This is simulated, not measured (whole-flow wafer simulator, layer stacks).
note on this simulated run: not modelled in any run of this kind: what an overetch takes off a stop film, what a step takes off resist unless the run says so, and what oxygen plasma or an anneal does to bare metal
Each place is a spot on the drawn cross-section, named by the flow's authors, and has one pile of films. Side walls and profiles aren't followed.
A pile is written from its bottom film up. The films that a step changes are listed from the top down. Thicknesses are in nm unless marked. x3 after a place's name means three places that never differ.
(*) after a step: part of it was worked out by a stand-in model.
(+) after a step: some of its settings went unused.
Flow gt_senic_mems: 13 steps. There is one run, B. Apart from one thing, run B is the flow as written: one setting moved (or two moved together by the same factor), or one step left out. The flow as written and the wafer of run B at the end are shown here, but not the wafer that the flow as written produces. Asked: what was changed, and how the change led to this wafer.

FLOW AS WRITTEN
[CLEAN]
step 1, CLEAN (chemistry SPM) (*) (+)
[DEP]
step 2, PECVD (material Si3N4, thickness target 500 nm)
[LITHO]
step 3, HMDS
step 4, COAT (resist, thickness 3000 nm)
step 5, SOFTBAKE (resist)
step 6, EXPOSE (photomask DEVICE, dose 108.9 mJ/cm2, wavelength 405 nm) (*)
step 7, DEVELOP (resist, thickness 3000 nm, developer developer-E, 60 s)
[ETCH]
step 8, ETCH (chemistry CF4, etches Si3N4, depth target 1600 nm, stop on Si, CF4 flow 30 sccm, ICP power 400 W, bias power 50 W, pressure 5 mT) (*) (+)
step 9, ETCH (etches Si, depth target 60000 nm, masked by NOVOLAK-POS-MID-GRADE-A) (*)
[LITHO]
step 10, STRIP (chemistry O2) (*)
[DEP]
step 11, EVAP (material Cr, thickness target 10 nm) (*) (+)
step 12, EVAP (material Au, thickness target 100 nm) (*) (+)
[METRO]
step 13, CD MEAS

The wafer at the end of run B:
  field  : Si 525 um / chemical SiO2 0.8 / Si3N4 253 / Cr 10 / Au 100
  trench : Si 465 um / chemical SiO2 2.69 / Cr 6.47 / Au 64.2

What caused this: step 2, PECVD: thickness target 253 nm was run, whereas the flow has thickness target 500 nm.
The wafer lets one read it off: field has Si3N4 253, and step 2 as written asks for 500 nm.

Step by step, how the change led to this:
  step 2, PECVD (material Si3N4, thickness target 500 nm)
      field, trench: Si3N4 gains 253 (new film) (in the flow as written it would be: Si3N4 gains 500 (new film))
  step 8, ETCH (chemistry CF4, etches Si3N4, depth target 1600 nm, stop on Si, CF4 flow 30 sccm, ICP power 400 W, bias power 50 W, pressure 5 mT) (*) (+)
      field: resist loses 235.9 (in the flow as written it would be: resist loses 400.5)
      trench: Si3N4 loses 253 (all of it), chemical SiO2 loses 0.8 (all of it) (in the flow as written it would be: Si3N4 loses 500 (all of it), chemical SiO2 loses 0.8 (all of it))
  step 10, STRIP (chemistry O2) (*)
      field: resist loses 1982 (all of it) (in the flow as written it would be: resist loses 1817.3 (all of it))
